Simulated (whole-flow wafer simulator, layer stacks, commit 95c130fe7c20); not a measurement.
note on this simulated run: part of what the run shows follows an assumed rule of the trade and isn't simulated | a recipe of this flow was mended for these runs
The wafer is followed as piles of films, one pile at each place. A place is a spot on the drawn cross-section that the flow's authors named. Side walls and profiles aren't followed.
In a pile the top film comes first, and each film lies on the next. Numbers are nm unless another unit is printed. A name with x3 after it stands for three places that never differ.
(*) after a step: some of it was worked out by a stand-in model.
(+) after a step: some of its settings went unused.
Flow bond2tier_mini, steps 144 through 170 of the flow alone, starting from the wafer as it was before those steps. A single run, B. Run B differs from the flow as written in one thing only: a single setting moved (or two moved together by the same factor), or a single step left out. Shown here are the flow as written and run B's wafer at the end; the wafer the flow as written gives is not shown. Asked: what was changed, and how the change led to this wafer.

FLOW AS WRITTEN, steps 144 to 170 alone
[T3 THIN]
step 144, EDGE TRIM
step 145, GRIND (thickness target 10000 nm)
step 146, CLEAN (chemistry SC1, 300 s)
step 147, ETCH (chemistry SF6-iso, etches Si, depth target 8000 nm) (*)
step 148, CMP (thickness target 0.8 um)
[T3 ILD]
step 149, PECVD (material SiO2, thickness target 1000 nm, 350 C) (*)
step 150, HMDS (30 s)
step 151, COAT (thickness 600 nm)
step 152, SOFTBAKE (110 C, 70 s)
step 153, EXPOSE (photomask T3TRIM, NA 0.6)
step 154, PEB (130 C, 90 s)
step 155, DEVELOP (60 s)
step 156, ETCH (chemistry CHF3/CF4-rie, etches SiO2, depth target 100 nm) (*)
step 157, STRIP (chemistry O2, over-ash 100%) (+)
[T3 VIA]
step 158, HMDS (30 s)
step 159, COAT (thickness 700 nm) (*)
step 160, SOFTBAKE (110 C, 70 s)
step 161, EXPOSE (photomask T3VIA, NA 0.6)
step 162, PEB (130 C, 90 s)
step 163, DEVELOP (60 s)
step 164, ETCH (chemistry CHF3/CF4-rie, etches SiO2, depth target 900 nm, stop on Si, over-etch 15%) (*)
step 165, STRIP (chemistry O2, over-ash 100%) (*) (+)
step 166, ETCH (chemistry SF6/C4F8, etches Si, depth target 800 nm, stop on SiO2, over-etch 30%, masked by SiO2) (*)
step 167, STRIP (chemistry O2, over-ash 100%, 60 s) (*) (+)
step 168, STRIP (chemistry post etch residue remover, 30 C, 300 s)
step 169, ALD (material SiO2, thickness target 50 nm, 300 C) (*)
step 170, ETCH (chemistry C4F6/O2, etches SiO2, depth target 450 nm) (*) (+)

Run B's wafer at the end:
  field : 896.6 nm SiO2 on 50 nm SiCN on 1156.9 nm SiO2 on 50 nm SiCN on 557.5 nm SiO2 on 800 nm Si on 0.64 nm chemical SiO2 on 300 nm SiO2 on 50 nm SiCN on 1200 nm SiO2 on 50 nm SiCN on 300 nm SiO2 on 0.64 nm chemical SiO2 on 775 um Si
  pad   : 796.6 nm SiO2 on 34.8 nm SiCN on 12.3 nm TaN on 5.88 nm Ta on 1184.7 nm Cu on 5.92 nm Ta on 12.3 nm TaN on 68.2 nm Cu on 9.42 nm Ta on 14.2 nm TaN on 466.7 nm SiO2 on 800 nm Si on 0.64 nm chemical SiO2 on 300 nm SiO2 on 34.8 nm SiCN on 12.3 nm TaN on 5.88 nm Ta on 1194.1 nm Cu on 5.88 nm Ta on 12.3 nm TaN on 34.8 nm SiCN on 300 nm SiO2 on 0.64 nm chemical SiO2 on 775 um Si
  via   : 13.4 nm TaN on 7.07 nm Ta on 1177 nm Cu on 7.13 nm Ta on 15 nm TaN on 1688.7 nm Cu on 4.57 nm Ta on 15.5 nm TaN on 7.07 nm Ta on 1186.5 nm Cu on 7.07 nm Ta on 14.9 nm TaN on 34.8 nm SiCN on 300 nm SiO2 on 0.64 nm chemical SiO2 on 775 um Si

What caused this: step 145, GRIND: thickness target 7840 nm was run, while the flow as written has thickness target 10000 nm.

How this came from the change, step by step:
  step 145, GRIND (thickness target 10000 nm)
      field, pad, via: -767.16 um Si (in the flow as written it would be: -765 um Si)
  step 147, ETCH (chemistry SF6-iso, etches Si, depth target 8000 nm) (*)
      field, pad, via: -0.6 chemical SiO2 (all of it), -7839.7 Si (all of it), -0.64 chemical SiO2 (all of it), -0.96 SiO2 (in the flow as written it would be: -0.6 chemical SiO2 (all of it), -8000 Si)
  step 148, CMP (thickness target 0.8 um)
      field, pad, via: nothing (in the flow as written it would be: -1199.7 Si)
  step 149, PECVD (material SiO2, thickness target 1000 nm, 350 C) (*)
      field, pad, via: +1000 SiO2 (in the flow as written it would be: +1000 SiO2 (new film))
  step 164, ETCH (chemistry CHF3/CF4-rie, etches SiO2, depth target 900 nm, stop on Si, over-etch 15%) (*)
      via: -1035 SiO2 (in the flow as written it would be: -900 SiO2 (all of it), -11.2 Si)
  step 166, ETCH (chemistry SF6/C4F8, etches Si, depth target 800 nm, stop on SiO2, over-etch 30%, masked by SiO2) (*)
      via: -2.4 SiO2 (in the flow as written it would be: -788.8 Si (all of it), -0.64 chemical SiO2 (all of it), -1.87 SiO2)
      field, pad: -2.4 SiO2 (in the flow as written it would be: -10.3 SiO2)
  step 170, ETCH (chemistry C4F6/O2, etches SiO2, depth target 450 nm) (*) (+)
      via: -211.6 SiO2 (all of it), -34.8 SiCN (all of it), -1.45 TaN (in the flow as written it would be: -348.1 SiO2 (all of it), -17.2 SiCN)
